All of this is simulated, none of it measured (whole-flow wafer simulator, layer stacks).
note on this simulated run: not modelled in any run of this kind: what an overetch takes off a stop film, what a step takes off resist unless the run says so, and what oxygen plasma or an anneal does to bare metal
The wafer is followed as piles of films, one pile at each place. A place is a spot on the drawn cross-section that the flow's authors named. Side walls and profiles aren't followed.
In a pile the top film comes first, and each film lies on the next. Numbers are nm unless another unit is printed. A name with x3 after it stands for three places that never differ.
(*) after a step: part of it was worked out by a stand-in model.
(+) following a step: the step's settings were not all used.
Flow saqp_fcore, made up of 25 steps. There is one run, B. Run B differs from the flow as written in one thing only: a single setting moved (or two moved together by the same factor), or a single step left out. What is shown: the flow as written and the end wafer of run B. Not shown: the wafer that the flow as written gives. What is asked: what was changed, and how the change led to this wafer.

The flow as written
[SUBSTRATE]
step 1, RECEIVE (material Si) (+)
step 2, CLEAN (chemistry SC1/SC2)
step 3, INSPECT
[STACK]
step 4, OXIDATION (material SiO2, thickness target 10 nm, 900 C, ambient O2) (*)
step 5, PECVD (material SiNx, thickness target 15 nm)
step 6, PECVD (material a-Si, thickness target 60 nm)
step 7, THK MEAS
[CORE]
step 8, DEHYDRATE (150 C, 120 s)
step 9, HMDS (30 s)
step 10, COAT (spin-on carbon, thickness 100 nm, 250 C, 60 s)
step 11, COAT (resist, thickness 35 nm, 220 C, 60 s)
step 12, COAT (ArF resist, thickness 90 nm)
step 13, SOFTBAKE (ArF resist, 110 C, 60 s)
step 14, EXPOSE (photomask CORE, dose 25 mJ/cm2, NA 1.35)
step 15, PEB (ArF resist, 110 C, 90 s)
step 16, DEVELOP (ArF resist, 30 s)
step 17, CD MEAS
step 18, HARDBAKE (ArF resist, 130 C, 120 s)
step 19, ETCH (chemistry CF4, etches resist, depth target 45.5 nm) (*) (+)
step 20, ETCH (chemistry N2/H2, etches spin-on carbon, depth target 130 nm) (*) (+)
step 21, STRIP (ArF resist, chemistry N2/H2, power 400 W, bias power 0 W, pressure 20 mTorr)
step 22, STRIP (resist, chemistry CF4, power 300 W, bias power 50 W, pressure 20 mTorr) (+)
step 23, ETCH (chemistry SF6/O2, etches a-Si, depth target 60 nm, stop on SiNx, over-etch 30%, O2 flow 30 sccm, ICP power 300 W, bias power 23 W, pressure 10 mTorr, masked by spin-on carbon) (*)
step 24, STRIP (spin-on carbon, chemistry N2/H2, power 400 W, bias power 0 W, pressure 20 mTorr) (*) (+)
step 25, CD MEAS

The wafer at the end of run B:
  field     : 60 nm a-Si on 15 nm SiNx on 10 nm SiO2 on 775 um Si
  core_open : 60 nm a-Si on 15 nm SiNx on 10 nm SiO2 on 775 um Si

Cause: step 20, ETCH: chemistry N2/H2, etches spin-on carbon, depth target 130 nm (*) (+), was omitted.

Step by step, how the change led to this:
  step 21, STRIP (ArF resist, chemistry N2/H2, power 400 W, bias power 0 W, pressure 20 mTorr)
      core_line: -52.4 ArF resist (all of it) (it would be, as written: nothing)
  step 22, STRIP (resist, chemistry CF4, power 300 W, bias power 50 W, pressure 20 mTorr) (+)
      field: nothing (it would be, as written: -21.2 a-Si)
      core_open: nothing (it would be, as written: -18.6 a-Si)
      (and at 1 other place as well)
  step 23, ETCH (chemistry SF6/O2, etches a-Si, depth target 60 nm, stop on SiNx, over-etch 30%, O2 flow 30 sccm, ICP power 300 W, bias power 23 W, pressure 10 mTorr, masked by spin-on carbon) (*)
      field: -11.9 spin-on carbon (it would be, as written: -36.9 a-Si (all of it), -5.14 SiNx)
      core_open: -11.9 spin-on carbon (it would be, as written: -39.4 a-Si (all of it), -4.82 SiNx)
      (and at 1 other place as well)
  step 24, STRIP (spin-on carbon, chemistry N2/H2, power 400 W, bias power 0 W, pressure 20 mTorr) (*) (+)
      field, core_open: -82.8 spin-on carbon (all of it) (it would be, as written: nothing)
      core_line: -88.1 spin-on carbon (all of it) (it would be, as written: -92.2 spin-on carbon (all of it))
